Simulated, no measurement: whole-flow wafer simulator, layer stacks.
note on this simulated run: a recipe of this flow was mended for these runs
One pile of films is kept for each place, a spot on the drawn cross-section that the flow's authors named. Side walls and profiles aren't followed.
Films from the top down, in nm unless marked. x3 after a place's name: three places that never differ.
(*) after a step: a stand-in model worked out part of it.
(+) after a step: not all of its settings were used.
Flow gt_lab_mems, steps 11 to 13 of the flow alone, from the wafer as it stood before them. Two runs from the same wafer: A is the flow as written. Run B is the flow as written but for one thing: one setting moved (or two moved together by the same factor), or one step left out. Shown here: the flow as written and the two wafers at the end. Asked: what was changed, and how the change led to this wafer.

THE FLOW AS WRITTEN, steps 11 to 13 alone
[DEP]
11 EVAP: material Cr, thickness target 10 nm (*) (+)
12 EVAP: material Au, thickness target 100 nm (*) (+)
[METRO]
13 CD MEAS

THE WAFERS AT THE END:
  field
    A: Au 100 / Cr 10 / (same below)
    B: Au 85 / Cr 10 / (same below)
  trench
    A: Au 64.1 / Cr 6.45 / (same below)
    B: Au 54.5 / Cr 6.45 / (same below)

The cause: step 12, EVAP: thickness target 85 nm was run, where the flow has thickness target 100 nm.
It can be read off the wafer: field has Au 85, and step 12 as written asks for 100 nm.

How the change led to this, step by step:
  12 EVAP: material Au, thickness target 100 nm (*) (+)
      field: A Au +100 (new film) | B Au +85 (new film)
      trench: A Au +64.1 (new film) | B Au +54.5 (new film)
